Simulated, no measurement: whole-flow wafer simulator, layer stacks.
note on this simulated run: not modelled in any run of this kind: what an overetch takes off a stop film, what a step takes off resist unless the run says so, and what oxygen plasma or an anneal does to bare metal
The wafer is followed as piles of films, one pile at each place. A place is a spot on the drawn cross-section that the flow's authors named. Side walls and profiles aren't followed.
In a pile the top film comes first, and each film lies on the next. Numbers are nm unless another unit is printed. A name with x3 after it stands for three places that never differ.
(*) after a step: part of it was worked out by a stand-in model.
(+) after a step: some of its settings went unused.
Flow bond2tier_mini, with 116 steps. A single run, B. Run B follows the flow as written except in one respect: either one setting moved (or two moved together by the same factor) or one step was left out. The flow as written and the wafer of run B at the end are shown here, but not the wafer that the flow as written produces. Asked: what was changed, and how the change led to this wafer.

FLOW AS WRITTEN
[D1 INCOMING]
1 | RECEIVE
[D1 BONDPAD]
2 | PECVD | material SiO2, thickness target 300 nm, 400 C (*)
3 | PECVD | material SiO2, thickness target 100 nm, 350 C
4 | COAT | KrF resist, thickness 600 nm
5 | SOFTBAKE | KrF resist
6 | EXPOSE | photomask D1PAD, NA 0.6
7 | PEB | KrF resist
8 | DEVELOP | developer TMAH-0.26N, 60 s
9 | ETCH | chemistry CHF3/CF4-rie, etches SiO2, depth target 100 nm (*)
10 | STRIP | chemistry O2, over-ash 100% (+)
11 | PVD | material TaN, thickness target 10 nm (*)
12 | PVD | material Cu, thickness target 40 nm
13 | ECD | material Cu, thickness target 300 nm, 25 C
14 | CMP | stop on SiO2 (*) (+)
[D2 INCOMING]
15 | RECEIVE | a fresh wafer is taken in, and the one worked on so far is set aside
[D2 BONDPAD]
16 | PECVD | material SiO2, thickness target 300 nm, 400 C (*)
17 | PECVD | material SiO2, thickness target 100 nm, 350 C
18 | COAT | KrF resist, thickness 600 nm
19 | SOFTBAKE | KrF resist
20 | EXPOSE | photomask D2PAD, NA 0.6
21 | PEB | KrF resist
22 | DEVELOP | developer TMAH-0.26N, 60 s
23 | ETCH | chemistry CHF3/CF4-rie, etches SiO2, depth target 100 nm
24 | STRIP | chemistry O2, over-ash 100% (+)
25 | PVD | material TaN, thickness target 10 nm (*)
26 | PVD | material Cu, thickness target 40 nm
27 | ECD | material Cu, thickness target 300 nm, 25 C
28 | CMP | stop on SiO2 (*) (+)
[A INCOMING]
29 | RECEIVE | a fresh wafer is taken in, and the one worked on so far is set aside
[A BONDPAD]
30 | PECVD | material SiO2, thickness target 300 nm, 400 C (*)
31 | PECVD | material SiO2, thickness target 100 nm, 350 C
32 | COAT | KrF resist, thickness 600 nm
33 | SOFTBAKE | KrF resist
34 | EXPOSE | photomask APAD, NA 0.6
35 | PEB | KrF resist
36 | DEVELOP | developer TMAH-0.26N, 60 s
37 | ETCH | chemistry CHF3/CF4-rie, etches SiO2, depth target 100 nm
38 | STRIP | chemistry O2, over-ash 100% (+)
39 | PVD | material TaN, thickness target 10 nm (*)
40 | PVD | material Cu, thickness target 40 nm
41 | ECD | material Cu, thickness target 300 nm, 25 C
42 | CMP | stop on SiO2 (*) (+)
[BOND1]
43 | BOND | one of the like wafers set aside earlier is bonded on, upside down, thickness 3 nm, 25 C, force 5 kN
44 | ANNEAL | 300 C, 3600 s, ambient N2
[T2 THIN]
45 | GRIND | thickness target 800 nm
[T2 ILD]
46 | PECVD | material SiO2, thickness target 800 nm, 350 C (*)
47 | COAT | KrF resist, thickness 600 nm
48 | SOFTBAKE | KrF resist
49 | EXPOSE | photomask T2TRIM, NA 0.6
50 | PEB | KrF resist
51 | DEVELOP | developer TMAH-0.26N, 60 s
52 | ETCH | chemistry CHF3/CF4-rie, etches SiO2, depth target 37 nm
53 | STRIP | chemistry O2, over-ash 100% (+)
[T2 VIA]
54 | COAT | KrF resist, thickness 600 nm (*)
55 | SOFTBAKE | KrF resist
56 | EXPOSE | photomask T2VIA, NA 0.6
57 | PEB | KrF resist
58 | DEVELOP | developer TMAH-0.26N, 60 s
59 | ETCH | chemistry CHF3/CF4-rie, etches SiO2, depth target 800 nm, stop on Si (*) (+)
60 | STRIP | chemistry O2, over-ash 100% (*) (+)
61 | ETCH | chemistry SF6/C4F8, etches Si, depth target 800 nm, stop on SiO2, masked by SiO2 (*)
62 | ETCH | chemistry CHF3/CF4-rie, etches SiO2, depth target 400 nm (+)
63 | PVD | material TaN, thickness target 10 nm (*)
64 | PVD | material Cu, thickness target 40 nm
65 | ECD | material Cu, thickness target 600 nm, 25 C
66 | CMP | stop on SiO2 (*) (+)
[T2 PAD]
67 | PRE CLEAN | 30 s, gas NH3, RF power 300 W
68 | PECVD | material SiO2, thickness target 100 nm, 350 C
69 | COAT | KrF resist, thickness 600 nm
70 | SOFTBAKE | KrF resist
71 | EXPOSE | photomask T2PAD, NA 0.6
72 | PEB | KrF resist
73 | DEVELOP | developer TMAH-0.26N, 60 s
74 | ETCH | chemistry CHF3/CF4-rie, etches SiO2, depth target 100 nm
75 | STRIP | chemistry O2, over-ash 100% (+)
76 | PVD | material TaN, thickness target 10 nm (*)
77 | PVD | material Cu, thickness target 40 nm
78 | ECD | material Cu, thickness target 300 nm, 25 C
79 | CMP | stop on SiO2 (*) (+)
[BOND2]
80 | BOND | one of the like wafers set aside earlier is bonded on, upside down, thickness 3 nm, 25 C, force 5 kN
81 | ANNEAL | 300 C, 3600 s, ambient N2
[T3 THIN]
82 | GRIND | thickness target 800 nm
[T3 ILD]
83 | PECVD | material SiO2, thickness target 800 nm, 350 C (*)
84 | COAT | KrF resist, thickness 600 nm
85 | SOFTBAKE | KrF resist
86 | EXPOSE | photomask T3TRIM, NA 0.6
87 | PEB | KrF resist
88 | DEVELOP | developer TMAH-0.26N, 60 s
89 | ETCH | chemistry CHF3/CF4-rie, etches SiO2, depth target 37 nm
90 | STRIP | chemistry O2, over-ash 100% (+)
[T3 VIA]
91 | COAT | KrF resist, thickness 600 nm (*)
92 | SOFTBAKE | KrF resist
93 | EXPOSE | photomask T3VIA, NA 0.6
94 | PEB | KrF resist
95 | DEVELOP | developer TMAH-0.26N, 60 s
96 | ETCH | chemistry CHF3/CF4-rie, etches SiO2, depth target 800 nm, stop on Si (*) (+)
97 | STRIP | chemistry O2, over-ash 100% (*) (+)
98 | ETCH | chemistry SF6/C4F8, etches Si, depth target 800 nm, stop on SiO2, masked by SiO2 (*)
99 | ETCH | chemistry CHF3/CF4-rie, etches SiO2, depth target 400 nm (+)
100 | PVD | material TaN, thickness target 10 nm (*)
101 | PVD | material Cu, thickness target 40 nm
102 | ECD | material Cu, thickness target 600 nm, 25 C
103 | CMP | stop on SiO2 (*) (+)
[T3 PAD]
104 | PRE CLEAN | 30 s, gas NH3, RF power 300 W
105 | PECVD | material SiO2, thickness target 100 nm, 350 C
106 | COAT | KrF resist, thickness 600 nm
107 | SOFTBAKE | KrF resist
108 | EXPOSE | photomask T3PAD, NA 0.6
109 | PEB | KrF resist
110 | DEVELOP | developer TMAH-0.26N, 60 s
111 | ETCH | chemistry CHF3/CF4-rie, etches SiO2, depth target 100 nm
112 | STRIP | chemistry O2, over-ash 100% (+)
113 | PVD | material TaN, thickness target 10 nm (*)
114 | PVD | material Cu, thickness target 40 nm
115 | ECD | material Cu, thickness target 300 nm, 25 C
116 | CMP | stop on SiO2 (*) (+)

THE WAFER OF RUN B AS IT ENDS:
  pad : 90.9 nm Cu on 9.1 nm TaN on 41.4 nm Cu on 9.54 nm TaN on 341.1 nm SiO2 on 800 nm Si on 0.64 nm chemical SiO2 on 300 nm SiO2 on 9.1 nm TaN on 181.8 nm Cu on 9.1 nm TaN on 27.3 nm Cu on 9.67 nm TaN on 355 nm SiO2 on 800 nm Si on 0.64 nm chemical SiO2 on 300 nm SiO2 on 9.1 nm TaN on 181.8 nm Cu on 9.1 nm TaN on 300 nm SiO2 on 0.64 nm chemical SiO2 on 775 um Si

Cause: step 89, ETCH: depth target 50.9 nm was run, though the flow has depth target 37 nm.

Step by step, how the change led to this:
  89 | ETCH | chemistry CHF3/CF4-rie, etches SiO2, depth target 37 nm
      field: -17 KrF resist (as written it would have been: -12.3 KrF resist)
      pad: -50.9 SiO2 (as written it would have been: -37 SiO2)
  102 | ECD | material Cu, thickness target 600 nm, 25 C
      pad: +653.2 Cu (as written it would have been: +638.7 Cu)
